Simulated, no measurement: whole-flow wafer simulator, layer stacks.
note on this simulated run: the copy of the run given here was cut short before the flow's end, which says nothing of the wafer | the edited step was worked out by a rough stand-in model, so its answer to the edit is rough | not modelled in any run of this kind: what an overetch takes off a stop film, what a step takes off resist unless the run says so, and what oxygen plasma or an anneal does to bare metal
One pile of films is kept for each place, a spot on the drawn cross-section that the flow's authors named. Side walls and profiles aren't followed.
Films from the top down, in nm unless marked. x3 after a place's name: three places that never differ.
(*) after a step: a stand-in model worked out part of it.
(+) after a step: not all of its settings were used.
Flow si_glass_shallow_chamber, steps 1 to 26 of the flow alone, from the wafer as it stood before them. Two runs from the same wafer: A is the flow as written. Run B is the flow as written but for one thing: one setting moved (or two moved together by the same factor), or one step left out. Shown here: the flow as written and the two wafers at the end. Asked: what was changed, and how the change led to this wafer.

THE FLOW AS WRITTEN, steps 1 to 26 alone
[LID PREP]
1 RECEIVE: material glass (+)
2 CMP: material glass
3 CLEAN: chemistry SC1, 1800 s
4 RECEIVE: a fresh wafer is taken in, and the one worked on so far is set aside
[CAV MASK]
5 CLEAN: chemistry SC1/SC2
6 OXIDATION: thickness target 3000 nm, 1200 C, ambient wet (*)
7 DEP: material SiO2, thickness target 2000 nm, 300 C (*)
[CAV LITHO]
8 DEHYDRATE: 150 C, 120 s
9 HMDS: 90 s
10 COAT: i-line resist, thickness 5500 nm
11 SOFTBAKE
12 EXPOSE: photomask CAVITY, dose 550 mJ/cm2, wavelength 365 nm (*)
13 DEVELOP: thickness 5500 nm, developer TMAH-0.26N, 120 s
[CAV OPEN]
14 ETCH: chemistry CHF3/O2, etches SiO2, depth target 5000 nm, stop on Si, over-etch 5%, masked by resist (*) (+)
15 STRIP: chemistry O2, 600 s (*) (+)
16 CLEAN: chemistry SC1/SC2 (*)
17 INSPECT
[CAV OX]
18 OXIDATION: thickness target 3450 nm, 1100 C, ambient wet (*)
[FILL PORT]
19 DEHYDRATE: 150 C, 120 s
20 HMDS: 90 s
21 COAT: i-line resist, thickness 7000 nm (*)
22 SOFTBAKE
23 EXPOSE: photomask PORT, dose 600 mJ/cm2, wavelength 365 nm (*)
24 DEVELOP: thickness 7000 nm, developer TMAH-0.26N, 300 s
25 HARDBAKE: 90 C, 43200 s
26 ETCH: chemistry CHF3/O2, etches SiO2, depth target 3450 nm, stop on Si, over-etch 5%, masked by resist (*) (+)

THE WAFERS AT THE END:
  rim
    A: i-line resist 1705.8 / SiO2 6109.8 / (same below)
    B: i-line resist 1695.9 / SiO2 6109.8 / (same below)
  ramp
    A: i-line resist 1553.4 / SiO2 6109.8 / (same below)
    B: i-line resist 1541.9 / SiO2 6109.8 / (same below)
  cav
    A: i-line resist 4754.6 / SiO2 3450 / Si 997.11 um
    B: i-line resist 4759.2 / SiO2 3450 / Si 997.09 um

The cause: step 14, ETCH: over-etch 7% was run, where the flow has over-etch 5%.

How the change led to this, step by step:
  14 ETCH: chemistry CHF3/O2, etches SiO2, depth target 5000 nm, stop on Si, over-etch 5%, masked by resist (*) (+)
      cav, port: A SiO2 -5000 (all of it), Si -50 | B SiO2 -5000 (all of it), Si -70
  15 STRIP: chemistry O2, 600 s (*) (+)
      rim, ramp, septum, ring: A i-line resist -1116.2 (all of it) | B i-line resist -1032.8 (all of it)
